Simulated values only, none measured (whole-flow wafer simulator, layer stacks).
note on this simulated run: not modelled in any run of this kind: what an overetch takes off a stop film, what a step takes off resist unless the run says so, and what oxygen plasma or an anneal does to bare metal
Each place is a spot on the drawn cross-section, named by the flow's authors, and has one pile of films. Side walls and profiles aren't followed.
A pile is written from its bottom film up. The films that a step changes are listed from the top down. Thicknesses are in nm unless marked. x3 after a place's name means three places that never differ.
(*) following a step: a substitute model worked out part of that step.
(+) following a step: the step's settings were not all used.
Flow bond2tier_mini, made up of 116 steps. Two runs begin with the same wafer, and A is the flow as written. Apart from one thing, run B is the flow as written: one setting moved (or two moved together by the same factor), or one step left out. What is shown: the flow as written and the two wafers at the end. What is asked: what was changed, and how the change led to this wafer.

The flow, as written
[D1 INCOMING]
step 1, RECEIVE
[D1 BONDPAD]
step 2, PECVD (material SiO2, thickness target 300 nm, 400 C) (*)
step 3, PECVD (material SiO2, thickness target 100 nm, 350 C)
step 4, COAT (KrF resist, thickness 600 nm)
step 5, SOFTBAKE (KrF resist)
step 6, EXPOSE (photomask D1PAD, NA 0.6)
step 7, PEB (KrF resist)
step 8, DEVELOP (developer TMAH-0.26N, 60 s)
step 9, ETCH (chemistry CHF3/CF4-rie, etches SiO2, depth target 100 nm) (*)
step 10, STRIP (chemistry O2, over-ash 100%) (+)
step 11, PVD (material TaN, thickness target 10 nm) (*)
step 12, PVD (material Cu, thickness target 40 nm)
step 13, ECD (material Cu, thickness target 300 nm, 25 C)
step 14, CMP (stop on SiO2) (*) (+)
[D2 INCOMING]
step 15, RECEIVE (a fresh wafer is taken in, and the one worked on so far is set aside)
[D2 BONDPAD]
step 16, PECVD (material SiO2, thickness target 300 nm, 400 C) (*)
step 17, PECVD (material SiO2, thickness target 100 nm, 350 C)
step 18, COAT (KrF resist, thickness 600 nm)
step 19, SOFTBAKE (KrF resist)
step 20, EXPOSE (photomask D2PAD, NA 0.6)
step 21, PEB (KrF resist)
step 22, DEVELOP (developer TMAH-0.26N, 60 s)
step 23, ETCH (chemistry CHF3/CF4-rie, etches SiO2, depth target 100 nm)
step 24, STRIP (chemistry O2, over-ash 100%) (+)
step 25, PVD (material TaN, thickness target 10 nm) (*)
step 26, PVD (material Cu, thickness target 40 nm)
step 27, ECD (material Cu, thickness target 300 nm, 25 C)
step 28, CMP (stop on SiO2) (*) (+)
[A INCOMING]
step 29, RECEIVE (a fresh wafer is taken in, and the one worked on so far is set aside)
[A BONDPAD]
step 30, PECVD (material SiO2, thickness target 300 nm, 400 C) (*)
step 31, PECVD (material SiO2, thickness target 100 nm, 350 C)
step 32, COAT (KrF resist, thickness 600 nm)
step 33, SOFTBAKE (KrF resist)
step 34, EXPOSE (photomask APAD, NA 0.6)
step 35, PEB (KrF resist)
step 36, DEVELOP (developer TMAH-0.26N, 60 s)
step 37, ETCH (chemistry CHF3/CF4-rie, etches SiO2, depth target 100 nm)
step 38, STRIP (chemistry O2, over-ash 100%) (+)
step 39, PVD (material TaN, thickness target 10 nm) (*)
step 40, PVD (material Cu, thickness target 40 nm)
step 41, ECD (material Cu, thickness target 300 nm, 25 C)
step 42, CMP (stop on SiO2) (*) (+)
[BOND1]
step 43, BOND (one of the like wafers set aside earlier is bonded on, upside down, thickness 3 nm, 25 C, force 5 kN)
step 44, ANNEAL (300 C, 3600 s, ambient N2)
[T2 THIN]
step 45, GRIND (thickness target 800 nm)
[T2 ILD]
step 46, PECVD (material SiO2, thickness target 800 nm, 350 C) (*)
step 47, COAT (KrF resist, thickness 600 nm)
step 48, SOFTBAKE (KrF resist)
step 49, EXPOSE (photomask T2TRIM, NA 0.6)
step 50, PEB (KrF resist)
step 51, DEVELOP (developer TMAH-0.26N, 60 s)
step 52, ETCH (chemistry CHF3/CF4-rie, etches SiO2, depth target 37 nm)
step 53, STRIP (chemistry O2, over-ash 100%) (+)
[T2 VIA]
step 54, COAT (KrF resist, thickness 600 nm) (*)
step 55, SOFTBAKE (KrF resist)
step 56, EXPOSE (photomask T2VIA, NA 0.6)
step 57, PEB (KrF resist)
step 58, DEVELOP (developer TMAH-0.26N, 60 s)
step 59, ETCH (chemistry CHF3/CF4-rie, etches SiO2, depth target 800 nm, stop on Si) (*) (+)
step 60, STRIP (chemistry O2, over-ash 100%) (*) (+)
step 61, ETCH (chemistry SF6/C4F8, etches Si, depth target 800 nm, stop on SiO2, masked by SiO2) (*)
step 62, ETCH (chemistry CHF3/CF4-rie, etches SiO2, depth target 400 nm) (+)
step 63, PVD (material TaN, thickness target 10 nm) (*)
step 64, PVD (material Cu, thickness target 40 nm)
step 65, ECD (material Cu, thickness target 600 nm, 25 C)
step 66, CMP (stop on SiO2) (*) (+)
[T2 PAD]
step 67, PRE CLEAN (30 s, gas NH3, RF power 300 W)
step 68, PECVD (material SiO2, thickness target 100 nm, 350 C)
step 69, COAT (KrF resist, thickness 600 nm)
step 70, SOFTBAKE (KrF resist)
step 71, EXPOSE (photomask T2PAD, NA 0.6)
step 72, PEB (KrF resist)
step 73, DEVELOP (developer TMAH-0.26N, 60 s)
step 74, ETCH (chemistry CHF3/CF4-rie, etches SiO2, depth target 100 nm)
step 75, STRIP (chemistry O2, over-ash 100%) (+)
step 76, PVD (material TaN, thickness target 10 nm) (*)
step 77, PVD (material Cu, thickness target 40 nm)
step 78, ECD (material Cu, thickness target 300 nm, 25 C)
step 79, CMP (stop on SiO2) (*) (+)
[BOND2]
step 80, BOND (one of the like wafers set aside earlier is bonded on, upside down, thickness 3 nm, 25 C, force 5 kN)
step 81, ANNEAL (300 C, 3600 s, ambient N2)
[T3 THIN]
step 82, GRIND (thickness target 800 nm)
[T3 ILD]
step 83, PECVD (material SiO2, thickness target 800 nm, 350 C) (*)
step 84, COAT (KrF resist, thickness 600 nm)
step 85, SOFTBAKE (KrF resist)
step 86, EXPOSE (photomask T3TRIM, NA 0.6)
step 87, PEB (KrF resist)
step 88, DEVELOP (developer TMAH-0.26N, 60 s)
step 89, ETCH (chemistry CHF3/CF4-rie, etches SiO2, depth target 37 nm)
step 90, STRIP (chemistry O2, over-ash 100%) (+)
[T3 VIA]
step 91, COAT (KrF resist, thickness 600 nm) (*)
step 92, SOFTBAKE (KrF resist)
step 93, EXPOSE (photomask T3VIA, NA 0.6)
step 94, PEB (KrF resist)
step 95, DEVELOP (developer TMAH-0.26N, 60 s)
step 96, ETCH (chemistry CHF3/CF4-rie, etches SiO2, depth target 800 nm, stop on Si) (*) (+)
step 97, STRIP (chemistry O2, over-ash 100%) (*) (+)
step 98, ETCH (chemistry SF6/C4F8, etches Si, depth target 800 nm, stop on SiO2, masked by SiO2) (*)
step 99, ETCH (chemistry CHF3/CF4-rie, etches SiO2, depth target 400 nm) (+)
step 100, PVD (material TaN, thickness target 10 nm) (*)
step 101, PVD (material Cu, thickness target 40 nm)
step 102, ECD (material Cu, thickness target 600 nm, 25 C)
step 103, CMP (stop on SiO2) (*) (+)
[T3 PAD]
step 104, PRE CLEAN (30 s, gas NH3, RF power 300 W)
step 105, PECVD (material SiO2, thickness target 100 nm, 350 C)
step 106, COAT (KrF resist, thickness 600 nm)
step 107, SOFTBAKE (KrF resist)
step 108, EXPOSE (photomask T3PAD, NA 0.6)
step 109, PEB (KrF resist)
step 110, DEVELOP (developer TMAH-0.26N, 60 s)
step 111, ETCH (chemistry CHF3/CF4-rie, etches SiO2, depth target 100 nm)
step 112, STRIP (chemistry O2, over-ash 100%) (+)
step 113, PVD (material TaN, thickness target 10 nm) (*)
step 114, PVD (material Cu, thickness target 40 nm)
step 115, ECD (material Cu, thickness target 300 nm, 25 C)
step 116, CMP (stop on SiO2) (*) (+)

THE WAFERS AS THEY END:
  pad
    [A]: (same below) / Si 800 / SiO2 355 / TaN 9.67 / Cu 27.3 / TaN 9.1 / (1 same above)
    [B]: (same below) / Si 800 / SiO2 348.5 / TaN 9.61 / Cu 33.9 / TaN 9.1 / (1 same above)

What caused this: step 89, ETCH: depth target 43.5 nm was run, though the flow has depth target 37 nm.

How this came from the change, step by step:
  step 89, ETCH (chemistry CHF3/CF4-rie, etches SiO2, depth target 37 nm)
      field: A KrF resist loses 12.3 | B KrF resist loses 14.5
      pad: A SiO2 loses 37 | B SiO2 loses 43.5
